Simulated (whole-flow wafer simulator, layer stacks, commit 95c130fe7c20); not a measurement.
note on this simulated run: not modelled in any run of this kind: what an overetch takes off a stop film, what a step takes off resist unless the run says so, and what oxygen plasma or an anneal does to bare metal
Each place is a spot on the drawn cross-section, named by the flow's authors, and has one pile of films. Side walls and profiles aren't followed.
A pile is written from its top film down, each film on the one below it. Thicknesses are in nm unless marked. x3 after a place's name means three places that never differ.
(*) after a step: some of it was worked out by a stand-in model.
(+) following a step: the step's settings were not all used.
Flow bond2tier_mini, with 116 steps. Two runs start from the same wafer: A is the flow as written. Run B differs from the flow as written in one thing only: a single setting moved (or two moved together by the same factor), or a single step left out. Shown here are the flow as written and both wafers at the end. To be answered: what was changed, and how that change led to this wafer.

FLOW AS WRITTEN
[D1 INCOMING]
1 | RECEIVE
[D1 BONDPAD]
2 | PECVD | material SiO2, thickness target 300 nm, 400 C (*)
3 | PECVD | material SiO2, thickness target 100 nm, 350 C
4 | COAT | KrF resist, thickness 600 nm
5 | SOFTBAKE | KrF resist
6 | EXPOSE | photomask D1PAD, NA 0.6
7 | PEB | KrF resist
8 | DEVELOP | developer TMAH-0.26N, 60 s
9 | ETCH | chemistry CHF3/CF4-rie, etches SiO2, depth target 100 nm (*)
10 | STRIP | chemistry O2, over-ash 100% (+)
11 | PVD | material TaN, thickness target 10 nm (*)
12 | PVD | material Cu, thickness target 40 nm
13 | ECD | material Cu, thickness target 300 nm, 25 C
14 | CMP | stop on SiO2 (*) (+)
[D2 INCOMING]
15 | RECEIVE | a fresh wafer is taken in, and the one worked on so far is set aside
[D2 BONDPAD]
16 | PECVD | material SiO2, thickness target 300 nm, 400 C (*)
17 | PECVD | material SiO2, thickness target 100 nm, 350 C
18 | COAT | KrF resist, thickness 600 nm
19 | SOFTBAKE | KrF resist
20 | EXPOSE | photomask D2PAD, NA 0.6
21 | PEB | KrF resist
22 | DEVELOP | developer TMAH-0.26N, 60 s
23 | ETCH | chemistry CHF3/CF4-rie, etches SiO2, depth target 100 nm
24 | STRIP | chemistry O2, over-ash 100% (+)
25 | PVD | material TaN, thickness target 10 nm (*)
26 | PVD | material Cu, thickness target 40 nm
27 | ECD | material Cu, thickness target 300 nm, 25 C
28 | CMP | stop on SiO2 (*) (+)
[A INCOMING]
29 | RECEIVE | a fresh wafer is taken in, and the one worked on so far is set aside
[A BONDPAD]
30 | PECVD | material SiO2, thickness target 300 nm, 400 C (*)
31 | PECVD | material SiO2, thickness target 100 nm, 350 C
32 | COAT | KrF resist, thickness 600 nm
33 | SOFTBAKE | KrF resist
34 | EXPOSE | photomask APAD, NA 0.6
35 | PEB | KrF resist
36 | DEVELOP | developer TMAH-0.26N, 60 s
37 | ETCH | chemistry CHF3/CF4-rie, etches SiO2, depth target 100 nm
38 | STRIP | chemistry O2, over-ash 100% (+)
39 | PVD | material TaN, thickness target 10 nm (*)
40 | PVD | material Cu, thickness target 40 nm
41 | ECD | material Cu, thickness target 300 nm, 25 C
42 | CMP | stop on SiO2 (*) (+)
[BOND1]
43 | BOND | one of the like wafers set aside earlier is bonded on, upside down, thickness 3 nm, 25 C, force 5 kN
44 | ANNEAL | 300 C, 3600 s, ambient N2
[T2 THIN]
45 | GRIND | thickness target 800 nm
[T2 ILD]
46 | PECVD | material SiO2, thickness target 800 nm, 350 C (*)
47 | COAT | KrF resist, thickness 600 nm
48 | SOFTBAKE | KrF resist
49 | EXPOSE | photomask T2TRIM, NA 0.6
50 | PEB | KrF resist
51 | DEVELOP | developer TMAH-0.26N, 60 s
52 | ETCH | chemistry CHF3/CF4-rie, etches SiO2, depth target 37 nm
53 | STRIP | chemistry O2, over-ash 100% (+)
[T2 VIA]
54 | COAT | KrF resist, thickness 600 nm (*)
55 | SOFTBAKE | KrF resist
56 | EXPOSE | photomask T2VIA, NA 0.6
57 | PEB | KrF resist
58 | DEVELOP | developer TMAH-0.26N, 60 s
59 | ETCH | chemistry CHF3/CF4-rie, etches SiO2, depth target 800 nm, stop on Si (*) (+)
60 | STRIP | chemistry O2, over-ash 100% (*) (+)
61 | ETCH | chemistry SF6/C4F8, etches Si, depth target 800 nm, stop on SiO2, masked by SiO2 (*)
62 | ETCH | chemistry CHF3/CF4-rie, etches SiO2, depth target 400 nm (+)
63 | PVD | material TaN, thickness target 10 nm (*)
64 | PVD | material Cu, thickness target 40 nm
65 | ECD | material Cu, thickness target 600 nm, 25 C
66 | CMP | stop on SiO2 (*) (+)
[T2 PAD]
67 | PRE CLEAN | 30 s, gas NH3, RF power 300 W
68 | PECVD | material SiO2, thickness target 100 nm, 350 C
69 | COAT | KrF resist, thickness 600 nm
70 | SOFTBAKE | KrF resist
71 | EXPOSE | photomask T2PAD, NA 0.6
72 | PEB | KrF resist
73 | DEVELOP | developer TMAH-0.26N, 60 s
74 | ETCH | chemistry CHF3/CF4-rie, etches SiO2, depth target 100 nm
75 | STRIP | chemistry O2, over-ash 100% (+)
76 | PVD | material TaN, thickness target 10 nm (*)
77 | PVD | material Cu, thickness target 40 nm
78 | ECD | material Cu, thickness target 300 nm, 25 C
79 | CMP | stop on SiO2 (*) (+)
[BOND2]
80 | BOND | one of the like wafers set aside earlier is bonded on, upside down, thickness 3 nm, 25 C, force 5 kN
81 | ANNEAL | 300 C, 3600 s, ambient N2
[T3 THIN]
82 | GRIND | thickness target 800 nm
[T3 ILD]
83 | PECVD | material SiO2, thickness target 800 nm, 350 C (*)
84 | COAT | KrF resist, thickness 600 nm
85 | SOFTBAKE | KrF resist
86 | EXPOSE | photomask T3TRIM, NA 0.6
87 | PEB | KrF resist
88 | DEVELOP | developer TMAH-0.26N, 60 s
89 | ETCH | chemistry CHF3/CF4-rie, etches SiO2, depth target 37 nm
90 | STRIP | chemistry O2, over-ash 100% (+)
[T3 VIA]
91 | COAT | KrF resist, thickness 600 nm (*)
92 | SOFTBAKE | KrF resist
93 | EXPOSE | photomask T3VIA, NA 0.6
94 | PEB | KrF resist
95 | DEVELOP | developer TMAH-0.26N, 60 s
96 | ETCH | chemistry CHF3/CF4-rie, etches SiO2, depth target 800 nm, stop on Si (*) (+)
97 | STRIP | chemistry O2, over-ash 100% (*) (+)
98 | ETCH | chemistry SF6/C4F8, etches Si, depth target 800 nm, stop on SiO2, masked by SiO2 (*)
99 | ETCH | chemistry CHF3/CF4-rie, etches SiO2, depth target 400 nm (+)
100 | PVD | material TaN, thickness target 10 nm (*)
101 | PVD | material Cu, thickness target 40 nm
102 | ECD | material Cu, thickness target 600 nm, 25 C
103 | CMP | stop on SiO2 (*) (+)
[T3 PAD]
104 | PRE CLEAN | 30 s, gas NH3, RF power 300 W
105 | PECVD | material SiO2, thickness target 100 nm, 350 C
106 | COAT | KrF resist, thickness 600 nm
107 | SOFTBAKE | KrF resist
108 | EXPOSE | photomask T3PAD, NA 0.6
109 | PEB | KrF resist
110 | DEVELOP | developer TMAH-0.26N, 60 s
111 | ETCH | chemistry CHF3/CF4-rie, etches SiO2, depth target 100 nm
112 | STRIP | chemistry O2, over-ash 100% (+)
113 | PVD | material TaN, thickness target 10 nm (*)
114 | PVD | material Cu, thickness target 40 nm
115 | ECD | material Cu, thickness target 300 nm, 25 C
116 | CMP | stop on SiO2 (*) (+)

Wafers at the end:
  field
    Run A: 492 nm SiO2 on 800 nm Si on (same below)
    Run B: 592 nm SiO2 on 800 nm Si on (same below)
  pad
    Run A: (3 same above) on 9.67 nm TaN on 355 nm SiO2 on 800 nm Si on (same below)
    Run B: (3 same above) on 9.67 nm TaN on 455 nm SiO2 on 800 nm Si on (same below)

What caused this: step 99, ETCH: depth target 300 nm was run, whereas the flow has depth target 400 nm.

Step by step, how the change led to this:
  99 | ETCH | chemistry CHF3/CF4-rie, etches SiO2, depth target 400 nm (+)
      field, pad: A SiO2 loses 400 | B SiO2 loses 300
